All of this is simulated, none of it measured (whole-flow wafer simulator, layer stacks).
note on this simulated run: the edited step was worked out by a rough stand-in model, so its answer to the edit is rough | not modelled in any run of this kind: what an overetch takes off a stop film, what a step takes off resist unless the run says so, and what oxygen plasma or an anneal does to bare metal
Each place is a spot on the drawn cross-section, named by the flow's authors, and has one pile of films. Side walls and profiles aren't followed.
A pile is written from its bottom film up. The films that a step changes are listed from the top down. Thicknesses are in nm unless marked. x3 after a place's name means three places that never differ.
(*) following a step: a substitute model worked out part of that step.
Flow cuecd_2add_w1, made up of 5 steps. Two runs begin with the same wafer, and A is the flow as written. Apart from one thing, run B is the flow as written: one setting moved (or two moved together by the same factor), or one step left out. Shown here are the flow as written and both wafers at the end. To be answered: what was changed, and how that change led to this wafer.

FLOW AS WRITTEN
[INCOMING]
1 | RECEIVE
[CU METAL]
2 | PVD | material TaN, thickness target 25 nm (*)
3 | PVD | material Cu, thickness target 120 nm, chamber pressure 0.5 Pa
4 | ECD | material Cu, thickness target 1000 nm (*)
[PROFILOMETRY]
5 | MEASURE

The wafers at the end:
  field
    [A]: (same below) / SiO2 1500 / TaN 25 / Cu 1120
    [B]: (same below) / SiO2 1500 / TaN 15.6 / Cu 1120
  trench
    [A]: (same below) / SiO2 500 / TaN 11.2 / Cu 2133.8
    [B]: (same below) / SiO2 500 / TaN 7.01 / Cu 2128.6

Cause: step 2, PVD: thickness target 15.6 nm was run, whereas the flow has thickness target 25 nm.
The wafer lets one read it off: field has TaN 15.6, and step 2 as written asks for 25 nm.

Step by step, how the change led to this:
  2 | PVD | material TaN, thickness target 25 nm (*)
      field: A TaN gains 25 (new film) | B TaN gains 15.6 (new film)
      trench: A TaN gains 11.2 (new film) | B TaN gains 7.01 (new film)
